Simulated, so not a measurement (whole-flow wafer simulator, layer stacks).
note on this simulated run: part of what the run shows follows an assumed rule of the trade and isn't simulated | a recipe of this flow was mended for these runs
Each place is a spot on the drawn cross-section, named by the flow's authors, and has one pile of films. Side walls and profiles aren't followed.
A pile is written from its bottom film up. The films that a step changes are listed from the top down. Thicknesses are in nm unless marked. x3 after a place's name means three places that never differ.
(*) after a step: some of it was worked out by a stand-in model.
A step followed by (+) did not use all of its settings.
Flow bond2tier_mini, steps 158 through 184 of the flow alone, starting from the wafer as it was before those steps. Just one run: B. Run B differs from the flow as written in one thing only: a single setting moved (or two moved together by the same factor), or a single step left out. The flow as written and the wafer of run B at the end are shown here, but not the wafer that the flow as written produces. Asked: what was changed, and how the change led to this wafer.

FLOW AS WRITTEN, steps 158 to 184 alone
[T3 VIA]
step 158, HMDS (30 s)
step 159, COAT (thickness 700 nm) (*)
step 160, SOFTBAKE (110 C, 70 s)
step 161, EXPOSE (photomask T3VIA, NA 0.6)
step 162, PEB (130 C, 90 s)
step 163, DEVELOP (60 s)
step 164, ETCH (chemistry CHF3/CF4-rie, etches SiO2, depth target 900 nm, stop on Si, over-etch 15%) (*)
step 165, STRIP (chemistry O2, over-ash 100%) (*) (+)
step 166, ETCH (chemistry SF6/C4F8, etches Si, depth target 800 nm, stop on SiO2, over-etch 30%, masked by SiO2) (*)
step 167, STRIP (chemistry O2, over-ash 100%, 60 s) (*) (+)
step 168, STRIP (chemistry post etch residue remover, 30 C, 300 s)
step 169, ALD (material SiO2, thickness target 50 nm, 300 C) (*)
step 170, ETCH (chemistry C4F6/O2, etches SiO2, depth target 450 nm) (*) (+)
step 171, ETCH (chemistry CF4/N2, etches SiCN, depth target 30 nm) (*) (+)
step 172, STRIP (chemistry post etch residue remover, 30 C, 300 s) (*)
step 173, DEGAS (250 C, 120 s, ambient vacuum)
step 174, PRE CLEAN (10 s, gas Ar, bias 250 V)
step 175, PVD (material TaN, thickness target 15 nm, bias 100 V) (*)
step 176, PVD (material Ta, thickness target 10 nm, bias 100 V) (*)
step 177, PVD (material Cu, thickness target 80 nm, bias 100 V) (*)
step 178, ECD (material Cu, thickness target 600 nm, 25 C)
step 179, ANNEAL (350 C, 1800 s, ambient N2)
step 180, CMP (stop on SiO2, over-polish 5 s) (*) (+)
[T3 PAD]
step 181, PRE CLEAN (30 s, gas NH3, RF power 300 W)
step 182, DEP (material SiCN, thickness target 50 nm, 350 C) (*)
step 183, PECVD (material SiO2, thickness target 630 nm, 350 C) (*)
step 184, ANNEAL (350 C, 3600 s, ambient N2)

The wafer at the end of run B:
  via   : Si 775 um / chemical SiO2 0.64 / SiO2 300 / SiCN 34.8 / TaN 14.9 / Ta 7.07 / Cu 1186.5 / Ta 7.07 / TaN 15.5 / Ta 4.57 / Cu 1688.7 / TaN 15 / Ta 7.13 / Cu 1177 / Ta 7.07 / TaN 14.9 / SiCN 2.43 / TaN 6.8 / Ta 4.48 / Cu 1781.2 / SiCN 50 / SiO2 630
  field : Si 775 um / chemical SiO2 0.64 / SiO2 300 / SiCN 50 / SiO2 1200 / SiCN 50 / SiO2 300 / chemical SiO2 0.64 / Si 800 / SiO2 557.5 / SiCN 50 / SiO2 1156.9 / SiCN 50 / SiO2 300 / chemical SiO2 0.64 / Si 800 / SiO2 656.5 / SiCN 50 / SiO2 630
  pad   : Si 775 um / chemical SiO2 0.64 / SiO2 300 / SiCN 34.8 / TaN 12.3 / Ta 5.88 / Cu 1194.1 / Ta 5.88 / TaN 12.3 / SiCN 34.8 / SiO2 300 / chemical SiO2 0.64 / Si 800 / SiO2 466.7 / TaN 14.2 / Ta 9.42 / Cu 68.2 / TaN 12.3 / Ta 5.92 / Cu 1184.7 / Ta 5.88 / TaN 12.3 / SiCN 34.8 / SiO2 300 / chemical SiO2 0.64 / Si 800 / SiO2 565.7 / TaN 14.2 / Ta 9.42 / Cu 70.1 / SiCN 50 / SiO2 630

Cause: step 170, ETCH: depth target 351 nm was run, whereas the flow has depth target 450 nm.

The path from the change to this, step by step:
  step 170, ETCH (chemistry C4F6/O2, etches SiO2, depth target 450 nm) (*) (+)
      field, pad: -351 SiO2 (as written it would have been: -450 SiO2)
      via: -348.1 SiO2 (all of it), -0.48 SiCN (as written it would have been: -348.1 SiO2 (all of it), -17.2 SiCN)
  step 171, ETCH (chemistry CF4/N2, etches SiCN, depth target 30 nm) (*) (+)
      via: -30 SiCN (as written it would have been: -17.6 SiCN (all of it), -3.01 TaN)
  step 174, PRE CLEAN (10 s, gas Ar, bias 250 V)
      via: -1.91 SiCN (as written it would have been: -3.19 TaN)
  step 175, PVD (material TaN, thickness target 15 nm, bias 100 V) (*)
      via: +6.8 TaN (new film) (as written it would have been: +6.94 TaN)
  step 177, PVD (material Cu, thickness target 80 nm, bias 100 V) (*)
      via: +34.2 Cu (new film) (as written it would have been: +35 Cu (new film))
  step 178, ECD (material Cu, thickness target 600 nm, 25 C)
      via: +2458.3 Cu (as written it would have been: +2367 Cu)
With metal films that touch counted as one body, via has 2 bodies (between them, from the top down: SiCN 2.43); the flow as written gives 1 body.
